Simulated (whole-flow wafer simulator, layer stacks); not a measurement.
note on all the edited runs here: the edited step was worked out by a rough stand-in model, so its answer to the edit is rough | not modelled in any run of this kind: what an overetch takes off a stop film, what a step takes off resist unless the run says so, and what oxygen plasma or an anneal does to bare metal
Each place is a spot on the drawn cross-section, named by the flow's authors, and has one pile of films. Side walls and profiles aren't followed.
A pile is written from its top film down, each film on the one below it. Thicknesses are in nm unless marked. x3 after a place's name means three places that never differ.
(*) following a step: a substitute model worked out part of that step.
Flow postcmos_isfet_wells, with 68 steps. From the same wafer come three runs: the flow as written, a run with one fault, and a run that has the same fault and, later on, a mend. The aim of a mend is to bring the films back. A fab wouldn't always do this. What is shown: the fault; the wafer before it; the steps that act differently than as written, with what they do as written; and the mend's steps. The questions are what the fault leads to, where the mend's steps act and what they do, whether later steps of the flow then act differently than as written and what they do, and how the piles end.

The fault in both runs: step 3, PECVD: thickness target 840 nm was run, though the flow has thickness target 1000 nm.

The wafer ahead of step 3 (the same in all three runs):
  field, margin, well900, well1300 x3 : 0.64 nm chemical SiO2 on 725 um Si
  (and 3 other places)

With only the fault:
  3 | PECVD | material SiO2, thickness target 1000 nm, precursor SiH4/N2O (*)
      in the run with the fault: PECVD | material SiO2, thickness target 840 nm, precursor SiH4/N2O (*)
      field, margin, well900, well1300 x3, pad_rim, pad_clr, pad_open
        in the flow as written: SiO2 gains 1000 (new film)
        in the run with the fault: SiO2 gains 840 (new film)
  Every later step of the flow that is run acts as written at every place that is followed.
  The piles end different from the flow's at field, margin, well900, well1300 x3, pad_rim, pad_clr, pad_open by more than 2% or 0.5 nm, whichever is larger.
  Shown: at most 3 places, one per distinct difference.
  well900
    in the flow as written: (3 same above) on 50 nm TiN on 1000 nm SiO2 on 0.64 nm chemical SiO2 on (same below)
    in the run with the fault: (3 same above) on 50 nm TiN on 840 nm SiO2 on 0.64 nm chemical SiO2 on (same below)
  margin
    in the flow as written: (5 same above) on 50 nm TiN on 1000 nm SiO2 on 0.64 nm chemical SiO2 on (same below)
    in the run with the fault: (5 same above) on 50 nm TiN on 840 nm SiO2 on 0.64 nm chemical SiO2 on (same below)
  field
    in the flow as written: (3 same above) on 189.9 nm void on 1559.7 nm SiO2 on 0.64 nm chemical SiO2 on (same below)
    in the run with the fault: (3 same above) on 189.9 nm void on 1399.7 nm SiO2 on 0.64 nm chemical SiO2 on (same below)

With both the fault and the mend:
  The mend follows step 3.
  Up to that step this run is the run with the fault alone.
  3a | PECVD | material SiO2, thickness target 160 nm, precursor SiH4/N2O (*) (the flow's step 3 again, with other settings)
      field, margin, well900, well1300 x3, pad_rim, pad_clr, pad_open
        SiO2 gains 160
  Every later step of the flow that is run acts as written at every place that is followed.
  The piles end the same as the flow's at every place that both follow.
